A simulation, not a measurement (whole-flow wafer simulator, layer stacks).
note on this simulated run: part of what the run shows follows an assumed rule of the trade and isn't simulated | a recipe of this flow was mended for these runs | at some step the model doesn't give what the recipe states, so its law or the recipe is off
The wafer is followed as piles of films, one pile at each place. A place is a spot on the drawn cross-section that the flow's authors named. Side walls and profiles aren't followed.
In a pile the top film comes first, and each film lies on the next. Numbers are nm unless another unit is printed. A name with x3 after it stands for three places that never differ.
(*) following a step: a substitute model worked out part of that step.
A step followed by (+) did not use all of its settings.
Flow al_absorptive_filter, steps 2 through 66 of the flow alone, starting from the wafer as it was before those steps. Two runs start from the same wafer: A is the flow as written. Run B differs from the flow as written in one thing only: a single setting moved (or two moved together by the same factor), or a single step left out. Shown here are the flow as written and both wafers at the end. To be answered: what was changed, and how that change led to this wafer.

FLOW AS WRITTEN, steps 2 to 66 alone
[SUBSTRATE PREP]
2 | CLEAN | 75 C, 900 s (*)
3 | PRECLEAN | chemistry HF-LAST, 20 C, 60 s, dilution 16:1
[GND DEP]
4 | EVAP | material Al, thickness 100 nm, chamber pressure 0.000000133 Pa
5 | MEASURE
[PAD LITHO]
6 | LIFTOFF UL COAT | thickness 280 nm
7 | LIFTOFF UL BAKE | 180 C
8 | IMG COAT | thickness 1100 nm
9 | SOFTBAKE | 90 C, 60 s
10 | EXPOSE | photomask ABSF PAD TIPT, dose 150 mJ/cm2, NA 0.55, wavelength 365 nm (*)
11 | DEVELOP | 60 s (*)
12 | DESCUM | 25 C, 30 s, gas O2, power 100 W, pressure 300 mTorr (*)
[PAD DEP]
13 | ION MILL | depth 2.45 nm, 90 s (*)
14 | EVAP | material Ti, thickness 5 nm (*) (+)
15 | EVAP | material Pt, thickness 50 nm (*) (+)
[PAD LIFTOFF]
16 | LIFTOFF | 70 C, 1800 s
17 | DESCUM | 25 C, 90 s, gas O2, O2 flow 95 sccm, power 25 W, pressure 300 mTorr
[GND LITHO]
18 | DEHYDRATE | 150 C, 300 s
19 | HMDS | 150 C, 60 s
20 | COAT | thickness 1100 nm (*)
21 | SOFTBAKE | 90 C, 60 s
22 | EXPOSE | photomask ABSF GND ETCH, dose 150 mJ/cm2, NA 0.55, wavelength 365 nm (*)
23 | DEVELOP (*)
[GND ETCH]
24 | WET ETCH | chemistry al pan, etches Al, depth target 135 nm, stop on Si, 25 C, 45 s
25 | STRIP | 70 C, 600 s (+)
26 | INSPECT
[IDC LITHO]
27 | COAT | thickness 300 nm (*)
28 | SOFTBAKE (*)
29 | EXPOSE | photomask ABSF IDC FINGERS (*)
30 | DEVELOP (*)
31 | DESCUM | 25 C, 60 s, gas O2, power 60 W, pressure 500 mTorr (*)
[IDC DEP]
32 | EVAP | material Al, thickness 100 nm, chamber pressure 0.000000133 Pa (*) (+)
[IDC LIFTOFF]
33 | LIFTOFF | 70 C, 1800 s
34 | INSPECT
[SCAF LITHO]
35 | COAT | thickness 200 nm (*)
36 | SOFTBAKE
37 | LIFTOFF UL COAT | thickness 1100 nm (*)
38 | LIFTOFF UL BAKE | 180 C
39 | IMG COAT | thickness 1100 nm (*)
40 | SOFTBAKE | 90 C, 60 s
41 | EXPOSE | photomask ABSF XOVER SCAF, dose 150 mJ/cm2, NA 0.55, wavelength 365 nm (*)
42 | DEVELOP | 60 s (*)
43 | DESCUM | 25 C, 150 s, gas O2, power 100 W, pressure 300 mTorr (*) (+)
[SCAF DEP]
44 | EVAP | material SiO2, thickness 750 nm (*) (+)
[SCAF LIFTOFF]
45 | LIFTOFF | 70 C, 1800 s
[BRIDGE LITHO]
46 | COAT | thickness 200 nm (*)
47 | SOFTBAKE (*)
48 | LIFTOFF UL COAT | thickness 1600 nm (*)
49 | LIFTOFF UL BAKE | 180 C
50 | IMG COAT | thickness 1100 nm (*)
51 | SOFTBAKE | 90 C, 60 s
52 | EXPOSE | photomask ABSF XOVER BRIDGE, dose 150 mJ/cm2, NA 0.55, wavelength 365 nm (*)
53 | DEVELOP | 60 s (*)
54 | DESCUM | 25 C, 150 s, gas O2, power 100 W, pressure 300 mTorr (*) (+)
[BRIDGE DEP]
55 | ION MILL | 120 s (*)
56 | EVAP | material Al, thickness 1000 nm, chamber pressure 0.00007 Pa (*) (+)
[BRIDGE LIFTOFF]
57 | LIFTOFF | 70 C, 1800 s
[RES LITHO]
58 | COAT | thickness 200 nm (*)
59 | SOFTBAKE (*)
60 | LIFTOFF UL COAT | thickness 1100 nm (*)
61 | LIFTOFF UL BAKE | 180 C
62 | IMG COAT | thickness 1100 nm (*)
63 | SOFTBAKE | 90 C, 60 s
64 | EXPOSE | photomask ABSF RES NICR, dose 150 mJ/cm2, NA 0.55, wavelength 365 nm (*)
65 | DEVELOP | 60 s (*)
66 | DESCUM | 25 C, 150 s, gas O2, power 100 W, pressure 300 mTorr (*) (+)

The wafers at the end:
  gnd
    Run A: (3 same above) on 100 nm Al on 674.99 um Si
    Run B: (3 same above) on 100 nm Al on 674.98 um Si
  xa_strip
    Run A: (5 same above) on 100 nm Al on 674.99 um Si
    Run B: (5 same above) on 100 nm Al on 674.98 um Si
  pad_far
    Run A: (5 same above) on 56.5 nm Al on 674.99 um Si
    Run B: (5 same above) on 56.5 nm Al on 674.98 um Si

The reason: step 2, CLEAN: 97.5 C was run, though the flow has 75 C.

Step by step, how the change led to this:
  2 | CLEAN | 75 C, 900 s (*)
      gnd, pad_far, pad_near and 11 more: A chemical SiO2 loses 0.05, Si loses 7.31 | B chemical SiO2 loses 0.05, Si loses 21.2
